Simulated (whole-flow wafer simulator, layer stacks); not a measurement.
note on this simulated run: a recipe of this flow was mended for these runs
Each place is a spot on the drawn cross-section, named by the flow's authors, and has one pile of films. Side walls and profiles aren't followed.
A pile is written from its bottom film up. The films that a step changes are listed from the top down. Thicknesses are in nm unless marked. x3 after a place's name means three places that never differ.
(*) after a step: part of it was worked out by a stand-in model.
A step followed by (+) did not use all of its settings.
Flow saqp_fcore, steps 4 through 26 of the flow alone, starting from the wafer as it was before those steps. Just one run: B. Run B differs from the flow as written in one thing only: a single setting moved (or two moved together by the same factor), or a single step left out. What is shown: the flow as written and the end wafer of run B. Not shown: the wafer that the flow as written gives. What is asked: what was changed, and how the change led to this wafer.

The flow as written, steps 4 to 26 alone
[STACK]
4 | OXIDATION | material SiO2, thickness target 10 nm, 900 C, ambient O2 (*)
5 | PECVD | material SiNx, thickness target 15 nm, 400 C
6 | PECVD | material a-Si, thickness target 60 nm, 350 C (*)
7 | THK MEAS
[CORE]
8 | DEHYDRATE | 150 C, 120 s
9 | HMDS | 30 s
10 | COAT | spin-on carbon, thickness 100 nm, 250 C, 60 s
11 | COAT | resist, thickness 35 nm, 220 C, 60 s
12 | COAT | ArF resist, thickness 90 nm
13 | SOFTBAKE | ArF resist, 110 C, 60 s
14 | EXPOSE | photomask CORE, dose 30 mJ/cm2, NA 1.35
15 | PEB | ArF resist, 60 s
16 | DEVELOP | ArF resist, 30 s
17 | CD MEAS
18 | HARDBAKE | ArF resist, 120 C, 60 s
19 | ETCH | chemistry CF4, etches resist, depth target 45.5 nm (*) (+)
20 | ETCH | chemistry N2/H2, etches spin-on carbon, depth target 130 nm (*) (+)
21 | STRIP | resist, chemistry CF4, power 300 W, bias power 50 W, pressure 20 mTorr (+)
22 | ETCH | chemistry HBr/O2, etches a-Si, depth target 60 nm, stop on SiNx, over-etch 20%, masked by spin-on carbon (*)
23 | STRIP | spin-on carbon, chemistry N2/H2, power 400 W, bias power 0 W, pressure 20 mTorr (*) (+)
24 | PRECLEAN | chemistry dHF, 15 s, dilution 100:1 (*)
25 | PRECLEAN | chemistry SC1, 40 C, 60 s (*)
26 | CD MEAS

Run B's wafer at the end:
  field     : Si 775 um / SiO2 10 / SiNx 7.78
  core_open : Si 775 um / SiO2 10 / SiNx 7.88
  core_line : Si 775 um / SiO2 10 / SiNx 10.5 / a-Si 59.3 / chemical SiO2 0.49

Cause: step 5, PECVD: thickness target 10.5 nm was run, though the flow has thickness target 15 nm.
The wafer itself shows it: core_line has SiNx 10.5, and step 5 as written asks for 15 nm.

How this came from the change, step by step:
  5 | PECVD | material SiNx, thickness target 15 nm, 400 C
      field, core_open, core_line: +10.5 SiNx (new film) (it would be, as written: +15 SiNx (new film))
